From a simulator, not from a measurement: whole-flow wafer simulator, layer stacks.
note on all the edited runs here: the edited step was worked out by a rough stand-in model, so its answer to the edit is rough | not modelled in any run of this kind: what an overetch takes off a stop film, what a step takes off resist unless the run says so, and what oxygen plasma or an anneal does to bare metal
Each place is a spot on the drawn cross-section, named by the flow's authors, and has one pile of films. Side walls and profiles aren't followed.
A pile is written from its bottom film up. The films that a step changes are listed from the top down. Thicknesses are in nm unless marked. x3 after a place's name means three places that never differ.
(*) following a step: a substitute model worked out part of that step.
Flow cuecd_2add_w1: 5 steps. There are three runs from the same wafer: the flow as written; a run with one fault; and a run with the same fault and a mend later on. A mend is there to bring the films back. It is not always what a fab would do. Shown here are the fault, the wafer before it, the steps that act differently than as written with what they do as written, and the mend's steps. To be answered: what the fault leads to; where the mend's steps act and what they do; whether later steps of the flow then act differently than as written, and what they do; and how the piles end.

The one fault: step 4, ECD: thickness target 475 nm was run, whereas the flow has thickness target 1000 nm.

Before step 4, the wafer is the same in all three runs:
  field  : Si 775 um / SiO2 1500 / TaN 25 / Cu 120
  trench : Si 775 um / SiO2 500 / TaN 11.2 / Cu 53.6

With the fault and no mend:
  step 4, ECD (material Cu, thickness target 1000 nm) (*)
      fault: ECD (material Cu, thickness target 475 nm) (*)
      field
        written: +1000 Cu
        fault: +475 Cu
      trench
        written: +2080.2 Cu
        fault: +1555.2 Cu
  Every later step of the flow that is run acts as written at every place that is followed.
  By the end, the piles at field, trench depart from the flow's by more than 2% or 0.5 nm, whichever is larger.
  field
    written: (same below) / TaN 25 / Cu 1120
    fault: (same below) / TaN 25 / Cu 595
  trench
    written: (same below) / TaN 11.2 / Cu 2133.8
    fault: (same below) / TaN 11.2 / Cu 1608.8

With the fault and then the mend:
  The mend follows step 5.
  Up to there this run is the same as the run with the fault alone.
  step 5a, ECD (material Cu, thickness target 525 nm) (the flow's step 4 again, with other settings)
      field, trench
        +525 Cu
  Every later step of the flow that is run acts as written at every place that is followed.
  By the end, the piles equal the flow's at every place that both follow.
